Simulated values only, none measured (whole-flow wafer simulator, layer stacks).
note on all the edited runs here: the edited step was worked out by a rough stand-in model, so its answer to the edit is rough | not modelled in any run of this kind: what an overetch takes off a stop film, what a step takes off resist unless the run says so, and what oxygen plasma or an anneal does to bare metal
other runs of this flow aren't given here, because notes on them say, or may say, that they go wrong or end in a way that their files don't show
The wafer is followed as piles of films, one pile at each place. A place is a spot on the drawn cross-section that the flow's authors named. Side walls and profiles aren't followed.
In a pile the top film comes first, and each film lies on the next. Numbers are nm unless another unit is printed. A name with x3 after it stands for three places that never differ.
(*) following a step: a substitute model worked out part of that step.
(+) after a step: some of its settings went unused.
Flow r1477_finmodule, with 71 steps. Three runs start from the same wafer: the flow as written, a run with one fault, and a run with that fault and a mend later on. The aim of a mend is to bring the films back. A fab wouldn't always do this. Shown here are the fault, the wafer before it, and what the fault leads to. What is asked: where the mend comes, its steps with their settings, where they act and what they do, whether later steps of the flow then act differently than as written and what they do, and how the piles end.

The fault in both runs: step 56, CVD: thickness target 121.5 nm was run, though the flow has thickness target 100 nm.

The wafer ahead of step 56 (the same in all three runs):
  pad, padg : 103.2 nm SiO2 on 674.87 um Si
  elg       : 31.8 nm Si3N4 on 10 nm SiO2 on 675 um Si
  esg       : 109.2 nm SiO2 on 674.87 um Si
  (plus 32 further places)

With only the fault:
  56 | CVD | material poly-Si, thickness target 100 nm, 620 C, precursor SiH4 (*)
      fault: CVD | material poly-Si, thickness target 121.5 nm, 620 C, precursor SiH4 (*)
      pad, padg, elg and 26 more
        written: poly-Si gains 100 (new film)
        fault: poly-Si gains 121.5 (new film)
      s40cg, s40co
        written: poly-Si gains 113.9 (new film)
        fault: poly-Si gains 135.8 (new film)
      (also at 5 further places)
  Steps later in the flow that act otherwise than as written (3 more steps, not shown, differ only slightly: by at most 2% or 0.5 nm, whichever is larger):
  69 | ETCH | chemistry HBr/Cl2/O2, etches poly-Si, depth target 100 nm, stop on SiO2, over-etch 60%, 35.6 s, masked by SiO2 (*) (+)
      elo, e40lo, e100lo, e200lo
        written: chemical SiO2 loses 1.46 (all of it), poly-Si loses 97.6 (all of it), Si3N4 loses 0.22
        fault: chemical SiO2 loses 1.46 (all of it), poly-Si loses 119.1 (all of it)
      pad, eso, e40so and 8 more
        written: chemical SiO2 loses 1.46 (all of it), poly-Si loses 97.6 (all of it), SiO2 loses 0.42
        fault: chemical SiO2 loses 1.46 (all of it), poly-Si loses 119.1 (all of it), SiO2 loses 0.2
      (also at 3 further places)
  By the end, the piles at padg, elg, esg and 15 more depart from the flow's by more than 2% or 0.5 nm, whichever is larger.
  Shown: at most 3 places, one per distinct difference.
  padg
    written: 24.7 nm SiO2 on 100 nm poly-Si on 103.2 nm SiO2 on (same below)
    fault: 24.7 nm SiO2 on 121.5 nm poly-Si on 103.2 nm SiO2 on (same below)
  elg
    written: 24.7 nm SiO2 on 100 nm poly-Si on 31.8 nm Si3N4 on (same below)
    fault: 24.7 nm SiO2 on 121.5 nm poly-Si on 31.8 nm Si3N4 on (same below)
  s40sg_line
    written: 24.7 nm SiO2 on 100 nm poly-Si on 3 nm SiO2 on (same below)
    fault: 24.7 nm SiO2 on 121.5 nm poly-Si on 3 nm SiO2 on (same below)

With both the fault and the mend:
  After step 56 comes the mend.
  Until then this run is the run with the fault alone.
  56a | ETCH | chemistry tmah, depth target 216.4 nm
      pad, padg, elg and 26 more
        poly-Si loses 121.5 (all of it)
      s40cg, s40co
        poly-Si loses 135.8 (all of it)
      s45cg, s45co
        poly-Si loses 135.3 (all of it)
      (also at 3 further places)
  56b | CLEAN | chemistry SC1, 46 C, 45 s (*) (the flow's step 48, run once more)
      s40sg_line, s45sg_line, s50sg_line, s40so_line, s45so_line, s50so_line
        SiO2 loses 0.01
  56c | CVD | material poly-Si, thickness target 100 nm, 620 C, precursor SiH4 (*) (the flow's step 56, run once more)
      pad, padg, elg and 26 more
        poly-Si gains 100 (new film)
      s40cg, s40co
        poly-Si gains 113.9 (new film)
      s45cg, s45co
        poly-Si gains 113.4 (new film)
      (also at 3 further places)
  Later steps of the flow that are run all act as written at every place that is followed, up to a difference of at most 2% or 0.5 nm, whichever is larger.
  The piles end only slightly different from the flow's at the places that both follow, by no more than 2% or 0.5 nm, whichever is larger.
